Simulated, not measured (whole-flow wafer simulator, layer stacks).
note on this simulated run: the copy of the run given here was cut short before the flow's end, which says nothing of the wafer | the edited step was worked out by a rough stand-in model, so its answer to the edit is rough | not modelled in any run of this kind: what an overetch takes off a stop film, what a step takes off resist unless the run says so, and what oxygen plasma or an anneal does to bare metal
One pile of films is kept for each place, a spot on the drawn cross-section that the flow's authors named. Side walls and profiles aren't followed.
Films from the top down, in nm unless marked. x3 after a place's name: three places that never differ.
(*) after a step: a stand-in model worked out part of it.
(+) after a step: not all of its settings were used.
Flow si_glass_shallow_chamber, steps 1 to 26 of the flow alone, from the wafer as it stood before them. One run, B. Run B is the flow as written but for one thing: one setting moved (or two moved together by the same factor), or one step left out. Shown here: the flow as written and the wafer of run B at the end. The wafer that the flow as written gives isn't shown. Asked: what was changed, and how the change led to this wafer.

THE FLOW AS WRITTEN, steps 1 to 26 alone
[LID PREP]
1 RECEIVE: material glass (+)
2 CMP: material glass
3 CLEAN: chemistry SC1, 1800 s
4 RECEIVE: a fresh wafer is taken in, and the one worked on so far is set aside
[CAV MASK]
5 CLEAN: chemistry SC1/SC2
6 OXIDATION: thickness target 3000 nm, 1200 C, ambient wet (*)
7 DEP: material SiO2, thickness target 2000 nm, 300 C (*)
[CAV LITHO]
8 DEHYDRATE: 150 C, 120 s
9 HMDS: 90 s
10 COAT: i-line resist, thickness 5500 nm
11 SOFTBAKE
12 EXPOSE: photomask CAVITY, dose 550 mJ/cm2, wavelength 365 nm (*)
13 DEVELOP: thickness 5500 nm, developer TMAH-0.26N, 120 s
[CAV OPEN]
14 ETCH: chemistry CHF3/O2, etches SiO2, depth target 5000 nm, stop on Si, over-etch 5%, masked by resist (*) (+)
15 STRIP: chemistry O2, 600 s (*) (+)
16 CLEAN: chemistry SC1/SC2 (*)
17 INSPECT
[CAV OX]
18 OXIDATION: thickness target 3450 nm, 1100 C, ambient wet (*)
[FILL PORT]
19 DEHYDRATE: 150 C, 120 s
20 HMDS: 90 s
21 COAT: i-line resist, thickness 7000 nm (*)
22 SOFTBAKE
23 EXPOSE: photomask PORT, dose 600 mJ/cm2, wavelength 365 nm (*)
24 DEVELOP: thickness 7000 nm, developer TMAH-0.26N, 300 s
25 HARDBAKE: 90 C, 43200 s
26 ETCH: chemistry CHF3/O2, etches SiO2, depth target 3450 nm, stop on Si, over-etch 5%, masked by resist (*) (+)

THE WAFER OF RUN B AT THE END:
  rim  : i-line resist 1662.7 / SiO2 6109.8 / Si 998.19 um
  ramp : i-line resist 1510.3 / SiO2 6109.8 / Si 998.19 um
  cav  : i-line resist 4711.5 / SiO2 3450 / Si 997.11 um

The cause: step 26, ETCH: over-etch 6.5% was run, where the flow has over-etch 5%.

How the change led to this, step by step:
  26 ETCH: chemistry CHF3/O2, etches SiO2, depth target 3450 nm, stop on Si, over-etch 5%, masked by resist (*) (+)
      port: SiO2 -3450 (all of it), Si -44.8 (as written it would be: SiO2 -3450 (all of it), Si -34.5)
